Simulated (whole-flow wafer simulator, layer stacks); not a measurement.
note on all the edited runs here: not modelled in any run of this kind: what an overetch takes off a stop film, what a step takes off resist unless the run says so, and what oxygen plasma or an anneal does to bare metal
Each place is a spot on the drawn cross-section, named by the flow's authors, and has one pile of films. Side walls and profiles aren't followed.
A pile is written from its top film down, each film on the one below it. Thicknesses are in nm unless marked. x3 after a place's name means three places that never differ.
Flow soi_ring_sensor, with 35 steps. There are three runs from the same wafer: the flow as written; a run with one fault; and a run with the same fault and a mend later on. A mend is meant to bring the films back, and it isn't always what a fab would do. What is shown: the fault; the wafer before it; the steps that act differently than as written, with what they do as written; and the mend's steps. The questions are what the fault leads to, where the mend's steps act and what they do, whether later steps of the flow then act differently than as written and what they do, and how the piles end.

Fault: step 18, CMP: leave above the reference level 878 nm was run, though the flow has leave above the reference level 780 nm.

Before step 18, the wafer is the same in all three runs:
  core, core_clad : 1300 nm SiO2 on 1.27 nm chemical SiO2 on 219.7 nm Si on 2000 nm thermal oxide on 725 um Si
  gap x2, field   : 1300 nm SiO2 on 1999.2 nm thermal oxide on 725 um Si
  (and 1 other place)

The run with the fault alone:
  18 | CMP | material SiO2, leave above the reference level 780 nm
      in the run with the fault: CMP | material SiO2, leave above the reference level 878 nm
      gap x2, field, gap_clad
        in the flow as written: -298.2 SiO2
        in the run with the fault: -200.2 SiO2
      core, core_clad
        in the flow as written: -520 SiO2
        in the run with the fault: -422 SiO2
  Later steps of the flow acting differently than as written:
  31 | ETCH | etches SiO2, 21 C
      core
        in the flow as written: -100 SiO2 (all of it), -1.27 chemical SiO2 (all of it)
        in the run with the fault: -198 SiO2 (all of it), -1.27 chemical SiO2 (all of it)
  At field, core_clad, the piles at the end differ from the flow's by more than 2% or 0.5 nm, whichever is larger.
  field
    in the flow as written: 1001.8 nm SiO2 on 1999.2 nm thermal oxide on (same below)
    in the run with the fault: 1099.8 nm SiO2 on 1999.2 nm thermal oxide on (same below)
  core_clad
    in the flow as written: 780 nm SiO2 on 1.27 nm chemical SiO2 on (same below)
    in the run with the fault: 878 nm SiO2 on 1.27 nm chemical SiO2 on (same below)

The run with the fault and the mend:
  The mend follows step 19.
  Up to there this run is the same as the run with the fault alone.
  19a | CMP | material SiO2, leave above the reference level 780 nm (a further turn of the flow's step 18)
      core, gap x2, field, core_clad, gap_clad
        -98 SiO2
  Later steps of the flow that are run all act as written at every place that is followed.
  The piles end the same as the flow's at every place that both follow.
